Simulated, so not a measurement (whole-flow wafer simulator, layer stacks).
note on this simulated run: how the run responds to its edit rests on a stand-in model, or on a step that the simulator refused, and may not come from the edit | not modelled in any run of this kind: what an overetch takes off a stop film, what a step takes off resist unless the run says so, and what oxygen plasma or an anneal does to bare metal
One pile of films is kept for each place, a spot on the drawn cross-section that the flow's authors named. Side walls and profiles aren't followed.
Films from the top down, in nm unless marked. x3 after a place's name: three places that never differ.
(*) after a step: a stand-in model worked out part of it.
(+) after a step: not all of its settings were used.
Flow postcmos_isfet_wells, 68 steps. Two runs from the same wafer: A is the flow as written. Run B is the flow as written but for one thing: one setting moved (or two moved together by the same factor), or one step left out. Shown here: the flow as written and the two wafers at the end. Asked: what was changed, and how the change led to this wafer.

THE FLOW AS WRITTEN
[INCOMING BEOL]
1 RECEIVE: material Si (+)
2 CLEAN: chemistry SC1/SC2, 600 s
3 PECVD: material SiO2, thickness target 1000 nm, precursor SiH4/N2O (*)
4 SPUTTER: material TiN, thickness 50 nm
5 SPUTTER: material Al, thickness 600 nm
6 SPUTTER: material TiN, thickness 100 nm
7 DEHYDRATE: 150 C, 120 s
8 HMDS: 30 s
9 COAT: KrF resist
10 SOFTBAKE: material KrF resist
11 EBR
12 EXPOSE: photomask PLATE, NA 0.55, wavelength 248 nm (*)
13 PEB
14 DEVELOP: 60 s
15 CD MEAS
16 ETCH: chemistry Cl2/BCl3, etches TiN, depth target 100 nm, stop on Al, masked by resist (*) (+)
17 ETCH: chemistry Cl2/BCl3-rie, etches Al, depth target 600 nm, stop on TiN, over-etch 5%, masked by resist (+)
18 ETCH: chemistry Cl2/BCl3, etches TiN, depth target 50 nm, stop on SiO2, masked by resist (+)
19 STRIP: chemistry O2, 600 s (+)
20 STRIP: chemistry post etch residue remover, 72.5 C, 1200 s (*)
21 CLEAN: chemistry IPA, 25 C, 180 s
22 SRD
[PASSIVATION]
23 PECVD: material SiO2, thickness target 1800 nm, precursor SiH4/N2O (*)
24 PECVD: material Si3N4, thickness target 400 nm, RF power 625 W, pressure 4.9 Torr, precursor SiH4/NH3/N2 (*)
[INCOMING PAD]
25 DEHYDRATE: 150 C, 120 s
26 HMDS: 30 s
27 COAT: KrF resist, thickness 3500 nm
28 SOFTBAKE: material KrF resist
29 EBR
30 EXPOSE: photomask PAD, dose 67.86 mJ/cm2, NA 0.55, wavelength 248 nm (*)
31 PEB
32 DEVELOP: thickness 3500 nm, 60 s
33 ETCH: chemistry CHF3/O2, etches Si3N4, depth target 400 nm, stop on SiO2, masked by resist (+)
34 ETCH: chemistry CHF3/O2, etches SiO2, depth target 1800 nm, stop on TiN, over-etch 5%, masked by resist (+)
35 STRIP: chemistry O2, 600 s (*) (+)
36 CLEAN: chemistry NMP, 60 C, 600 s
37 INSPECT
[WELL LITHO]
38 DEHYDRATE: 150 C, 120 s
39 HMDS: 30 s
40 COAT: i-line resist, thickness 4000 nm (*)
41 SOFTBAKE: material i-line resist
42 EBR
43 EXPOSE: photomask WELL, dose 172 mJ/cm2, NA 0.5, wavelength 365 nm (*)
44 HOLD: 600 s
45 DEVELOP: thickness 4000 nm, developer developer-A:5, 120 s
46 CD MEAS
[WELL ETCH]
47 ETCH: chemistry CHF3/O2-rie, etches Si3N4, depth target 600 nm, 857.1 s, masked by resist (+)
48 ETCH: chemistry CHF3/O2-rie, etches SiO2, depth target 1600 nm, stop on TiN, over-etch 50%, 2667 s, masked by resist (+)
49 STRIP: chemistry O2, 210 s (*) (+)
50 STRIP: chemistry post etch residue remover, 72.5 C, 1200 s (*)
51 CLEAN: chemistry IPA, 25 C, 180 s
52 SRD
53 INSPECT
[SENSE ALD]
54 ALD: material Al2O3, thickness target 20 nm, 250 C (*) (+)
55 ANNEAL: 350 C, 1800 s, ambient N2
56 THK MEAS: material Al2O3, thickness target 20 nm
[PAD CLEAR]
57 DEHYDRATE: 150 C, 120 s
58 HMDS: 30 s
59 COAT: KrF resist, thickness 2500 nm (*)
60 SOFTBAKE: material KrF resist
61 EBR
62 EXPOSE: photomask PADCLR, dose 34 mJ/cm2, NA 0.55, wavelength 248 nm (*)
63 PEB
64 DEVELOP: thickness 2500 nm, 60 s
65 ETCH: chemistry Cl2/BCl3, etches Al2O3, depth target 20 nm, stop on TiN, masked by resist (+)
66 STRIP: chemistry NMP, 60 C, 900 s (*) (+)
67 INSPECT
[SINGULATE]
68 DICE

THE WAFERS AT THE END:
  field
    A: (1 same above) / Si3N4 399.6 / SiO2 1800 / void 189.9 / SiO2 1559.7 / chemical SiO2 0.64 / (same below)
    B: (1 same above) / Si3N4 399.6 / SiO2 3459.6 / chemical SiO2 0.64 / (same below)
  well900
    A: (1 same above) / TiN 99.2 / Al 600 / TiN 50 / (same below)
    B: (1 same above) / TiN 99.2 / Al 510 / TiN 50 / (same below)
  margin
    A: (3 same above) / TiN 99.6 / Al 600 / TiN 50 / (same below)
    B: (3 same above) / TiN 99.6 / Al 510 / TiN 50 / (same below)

The cause: step 5, SPUTTER: thickness 510 nm was run, where the flow has thickness 600 nm.
It can be read off the wafer: well900 has Al 510, and step 5 as written asks for 600 nm.

How the change led to this, step by step:
  5 SPUTTER: material Al, thickness 600 nm
      field, margin, well900, well1300 x3, pad_rim, pad_clr, pad_open: A Al +600 (new film) | B Al +510 (new film)
  17 ETCH: chemistry Cl2/BCl3-rie, etches Al, depth target 600 nm, stop on TiN, over-etch 5%, masked by resist (+)
      margin, well900, well1300 x3, pad_rim, pad_clr, pad_open: A KrF resist -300 | B KrF resist -267.8
      field: A Al -600 (all of it) | B Al -510 (all of it)
  19 STRIP: chemistry O2, 600 s (+)
      margin, well900, well1300 x3, pad_rim, pad_clr, pad_open: A KrF resist -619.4 (all of it) | B KrF resist -651.6 (all of it)
  23 PECVD: material SiO2, thickness target 1800 nm, precursor SiH4/N2O (*)
      field: A SiO2 +1800 (new film), void +189.9 (new film), SiO2 +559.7 | B SiO2 +2459.6
